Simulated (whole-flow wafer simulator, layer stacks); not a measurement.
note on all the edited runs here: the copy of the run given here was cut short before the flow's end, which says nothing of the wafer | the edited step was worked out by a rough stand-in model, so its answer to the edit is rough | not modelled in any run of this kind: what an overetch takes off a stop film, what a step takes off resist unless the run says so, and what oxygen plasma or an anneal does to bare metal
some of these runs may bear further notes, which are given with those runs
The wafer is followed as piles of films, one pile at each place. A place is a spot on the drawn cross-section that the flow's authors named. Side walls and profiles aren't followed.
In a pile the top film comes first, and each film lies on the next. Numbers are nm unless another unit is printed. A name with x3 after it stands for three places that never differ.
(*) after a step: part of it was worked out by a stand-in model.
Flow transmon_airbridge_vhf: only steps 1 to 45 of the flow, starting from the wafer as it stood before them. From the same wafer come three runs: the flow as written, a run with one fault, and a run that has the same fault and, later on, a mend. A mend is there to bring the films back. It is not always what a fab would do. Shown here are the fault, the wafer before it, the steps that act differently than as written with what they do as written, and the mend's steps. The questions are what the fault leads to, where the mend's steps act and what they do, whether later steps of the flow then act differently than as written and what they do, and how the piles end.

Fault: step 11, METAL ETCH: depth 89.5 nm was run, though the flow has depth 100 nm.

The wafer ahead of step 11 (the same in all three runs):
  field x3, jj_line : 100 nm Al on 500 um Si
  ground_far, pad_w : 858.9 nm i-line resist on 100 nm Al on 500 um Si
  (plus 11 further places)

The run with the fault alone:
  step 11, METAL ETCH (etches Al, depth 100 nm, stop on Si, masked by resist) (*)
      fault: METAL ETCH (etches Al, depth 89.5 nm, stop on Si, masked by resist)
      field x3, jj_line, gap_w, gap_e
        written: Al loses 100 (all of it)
        fault: Al loses 89.5
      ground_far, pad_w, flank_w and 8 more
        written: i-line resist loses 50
        fault: i-line resist loses 44.8
  Later steps of the flow acting differently than as written (19 more steps, not shown, differ only slightly: by at most 2% or 0.5 nm, whichever is larger):
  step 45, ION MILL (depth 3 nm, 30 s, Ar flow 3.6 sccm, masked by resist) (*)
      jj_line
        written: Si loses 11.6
        fault: Al loses 10.5 (all of it), Si loses 5.72
  At field x3, gap_w, gap_e, the piles at the end differ from the flow's by more than 2% or 0.5 nm, whichever is larger.
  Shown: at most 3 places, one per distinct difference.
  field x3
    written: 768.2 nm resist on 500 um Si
    fault: 768.2 nm resist on 10.5 nm Al on 500 um Si
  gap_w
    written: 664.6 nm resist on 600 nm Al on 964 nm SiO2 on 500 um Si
    fault: 661.6 nm resist on 600 nm Al on 964 nm SiO2 on 10.5 nm Al on 500 um Si

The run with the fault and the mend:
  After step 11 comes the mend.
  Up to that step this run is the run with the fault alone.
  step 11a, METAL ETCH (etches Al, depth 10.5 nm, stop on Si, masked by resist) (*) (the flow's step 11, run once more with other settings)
      ground_far, pad_w, flank_w and 8 more
        i-line resist loses 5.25
      field x3, jj_line, gap_w, gap_e
        Al loses 10.5 (all of it)
  Every later step of the flow that is run acts as written at every place that is followed.
  At every place that both follow, the piles at the end match the flow's.
